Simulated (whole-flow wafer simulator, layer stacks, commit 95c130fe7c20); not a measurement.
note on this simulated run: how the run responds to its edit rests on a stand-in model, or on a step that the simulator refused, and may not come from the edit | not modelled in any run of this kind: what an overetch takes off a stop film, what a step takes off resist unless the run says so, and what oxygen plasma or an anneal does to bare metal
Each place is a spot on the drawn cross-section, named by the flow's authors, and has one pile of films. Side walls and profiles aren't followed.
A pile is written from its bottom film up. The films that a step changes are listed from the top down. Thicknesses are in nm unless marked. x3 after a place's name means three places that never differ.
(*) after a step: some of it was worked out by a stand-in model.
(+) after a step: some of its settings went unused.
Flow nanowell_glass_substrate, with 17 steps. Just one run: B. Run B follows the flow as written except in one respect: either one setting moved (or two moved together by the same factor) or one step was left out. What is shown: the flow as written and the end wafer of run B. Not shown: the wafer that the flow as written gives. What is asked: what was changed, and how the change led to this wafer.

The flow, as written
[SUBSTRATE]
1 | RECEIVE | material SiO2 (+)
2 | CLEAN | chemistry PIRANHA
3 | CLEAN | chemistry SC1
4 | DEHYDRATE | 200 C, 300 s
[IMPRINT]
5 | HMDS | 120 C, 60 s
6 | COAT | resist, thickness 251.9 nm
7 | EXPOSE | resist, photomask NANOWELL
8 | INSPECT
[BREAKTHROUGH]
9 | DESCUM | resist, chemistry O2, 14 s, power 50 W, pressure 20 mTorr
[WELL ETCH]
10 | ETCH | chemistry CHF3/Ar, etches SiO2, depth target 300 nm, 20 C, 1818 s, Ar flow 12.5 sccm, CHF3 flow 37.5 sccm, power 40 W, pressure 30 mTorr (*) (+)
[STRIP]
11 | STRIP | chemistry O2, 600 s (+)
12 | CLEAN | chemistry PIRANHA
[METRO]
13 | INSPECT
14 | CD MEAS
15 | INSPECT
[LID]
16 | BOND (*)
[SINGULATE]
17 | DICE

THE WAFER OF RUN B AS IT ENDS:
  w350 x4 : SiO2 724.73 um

Cause: step 6, COAT: thickness 302.3 nm was run, while the flow as written has thickness 251.9 nm.

How this came from the change, step by step:
  6 | COAT | resist, thickness 251.9 nm
      land, w350 x4: +302.3 resist (new film) (as written it would have been: +251.9 resist (new film))
  7 | EXPOSE | resist, photomask NANOWELL
      land: +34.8 resist (as written it would have been: +39.3 resist)
  9 | DESCUM | resist, chemistry O2, 14 s, power 50 W, pressure 20 mTorr
      w350 x4: -34.9 resist (as written it would have been: -18.2 resist (all of it))
  10 | ETCH | chemistry CHF3/Ar, etches SiO2, depth target 300 nm, 20 C, 1818 s, Ar flow 12.5 sccm, CHF3 flow 37.5 sccm, power 40 W, pressure 30 mTorr (*) (+)
      w350 x4: -29.2 resist (all of it), -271 SiO2 (as written it would have been: -300 SiO2)
  11 | STRIP | chemistry O2, 600 s (+)
      land: -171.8 resist (all of it) (as written it would have been: -125.9 resist (all of it))
